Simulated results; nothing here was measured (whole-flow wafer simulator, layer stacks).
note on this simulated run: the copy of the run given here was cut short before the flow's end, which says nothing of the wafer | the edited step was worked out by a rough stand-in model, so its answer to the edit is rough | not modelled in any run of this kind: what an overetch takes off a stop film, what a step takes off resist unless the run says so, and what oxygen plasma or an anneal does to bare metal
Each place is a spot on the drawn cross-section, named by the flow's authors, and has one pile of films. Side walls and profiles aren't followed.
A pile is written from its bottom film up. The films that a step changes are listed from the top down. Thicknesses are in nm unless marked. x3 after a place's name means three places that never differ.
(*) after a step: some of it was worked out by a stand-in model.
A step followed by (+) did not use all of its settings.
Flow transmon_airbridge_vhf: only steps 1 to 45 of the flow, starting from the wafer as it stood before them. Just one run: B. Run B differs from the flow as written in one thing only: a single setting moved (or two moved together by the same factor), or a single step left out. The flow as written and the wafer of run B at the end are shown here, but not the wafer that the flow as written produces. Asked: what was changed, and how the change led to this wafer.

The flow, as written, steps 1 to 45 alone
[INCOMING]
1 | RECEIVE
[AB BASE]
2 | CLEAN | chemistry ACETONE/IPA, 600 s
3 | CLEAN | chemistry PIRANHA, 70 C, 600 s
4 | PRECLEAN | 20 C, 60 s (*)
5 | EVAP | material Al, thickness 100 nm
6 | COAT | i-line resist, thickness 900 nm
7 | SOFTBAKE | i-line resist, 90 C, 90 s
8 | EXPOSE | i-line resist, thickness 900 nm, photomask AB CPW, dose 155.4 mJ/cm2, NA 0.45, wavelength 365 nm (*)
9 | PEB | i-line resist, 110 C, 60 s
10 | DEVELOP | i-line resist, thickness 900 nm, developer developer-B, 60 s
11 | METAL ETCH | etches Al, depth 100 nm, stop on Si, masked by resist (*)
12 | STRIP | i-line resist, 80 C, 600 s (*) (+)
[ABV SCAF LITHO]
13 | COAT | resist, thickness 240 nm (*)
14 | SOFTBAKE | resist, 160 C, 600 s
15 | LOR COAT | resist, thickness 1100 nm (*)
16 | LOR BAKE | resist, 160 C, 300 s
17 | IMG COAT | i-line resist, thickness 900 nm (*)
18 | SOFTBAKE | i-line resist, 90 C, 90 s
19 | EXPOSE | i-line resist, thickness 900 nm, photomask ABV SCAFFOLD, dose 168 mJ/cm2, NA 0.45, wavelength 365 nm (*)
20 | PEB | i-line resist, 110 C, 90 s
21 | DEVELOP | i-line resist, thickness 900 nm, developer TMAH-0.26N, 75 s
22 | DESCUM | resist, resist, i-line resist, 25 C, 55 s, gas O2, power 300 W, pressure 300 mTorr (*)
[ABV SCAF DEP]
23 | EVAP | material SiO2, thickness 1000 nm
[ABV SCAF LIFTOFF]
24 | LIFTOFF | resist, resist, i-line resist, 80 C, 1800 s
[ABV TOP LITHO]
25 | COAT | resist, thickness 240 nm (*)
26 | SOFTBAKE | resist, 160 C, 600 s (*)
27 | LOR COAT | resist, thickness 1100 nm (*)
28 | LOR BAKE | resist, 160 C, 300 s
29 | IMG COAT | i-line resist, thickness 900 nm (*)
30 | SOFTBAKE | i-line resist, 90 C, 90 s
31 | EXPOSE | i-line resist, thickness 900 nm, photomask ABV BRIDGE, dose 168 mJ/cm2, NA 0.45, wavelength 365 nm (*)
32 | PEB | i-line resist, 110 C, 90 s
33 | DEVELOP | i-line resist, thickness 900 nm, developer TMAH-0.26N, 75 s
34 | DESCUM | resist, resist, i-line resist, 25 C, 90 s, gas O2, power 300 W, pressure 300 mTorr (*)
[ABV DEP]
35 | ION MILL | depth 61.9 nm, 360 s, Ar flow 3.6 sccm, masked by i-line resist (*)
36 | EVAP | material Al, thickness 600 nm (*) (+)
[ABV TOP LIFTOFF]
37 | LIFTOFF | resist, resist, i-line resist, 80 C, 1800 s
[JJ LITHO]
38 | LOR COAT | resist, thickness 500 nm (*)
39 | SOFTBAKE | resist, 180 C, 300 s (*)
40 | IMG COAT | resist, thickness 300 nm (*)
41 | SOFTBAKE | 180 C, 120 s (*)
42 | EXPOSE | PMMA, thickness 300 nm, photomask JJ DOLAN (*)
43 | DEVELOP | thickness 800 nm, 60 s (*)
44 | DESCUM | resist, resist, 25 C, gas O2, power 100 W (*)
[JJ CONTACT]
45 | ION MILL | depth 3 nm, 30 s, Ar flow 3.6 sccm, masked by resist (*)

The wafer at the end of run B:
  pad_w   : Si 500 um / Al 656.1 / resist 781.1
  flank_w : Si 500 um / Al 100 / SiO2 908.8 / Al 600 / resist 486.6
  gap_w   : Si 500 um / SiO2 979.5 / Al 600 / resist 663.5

What caused this: step 35, ION MILL: depth 35.3 nm was run, while the flow as written has depth 61.9 nm; step 35, ION MILL: 205 s was run, where the flow has 360 s.

The path from the change to this, step by step:
  35 | ION MILL | depth 61.9 nm, 360 s, Ar flow 3.6 sccm, masked by i-line resist (*)
      field x3, jj_line, ground_far, trace_open_s x2, margin_s, margin_n: -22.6 i-line resist (as written it would have been: -39.7 i-line resist)
      flank_w, gap_w, cpw_trace, gap_e, flank_e, bridge_strip: -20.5 SiO2 (as written it would have been: -36 SiO2)
      (and at 2 other places as well)
  37 | LIFTOFF | resist, resist, i-line resist, 80 C, 1800 s
      field x3, jj_line, trace_open_s x2: -600 Al (all of it), -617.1 i-line resist (all of it), -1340 resist (all of it) (as written it would have been: -600 Al (all of it), -600 i-line resist (all of it), -1340 resist (all of it))
      margin_s, margin_n: -600 Al (all of it), -335.4 i-line resist (all of it), -992 resist (all of it) (as written it would have been: -600 Al (all of it), -318.3 i-line resist (all of it), -992 resist (all of it))
      (and at 1 other place as well)
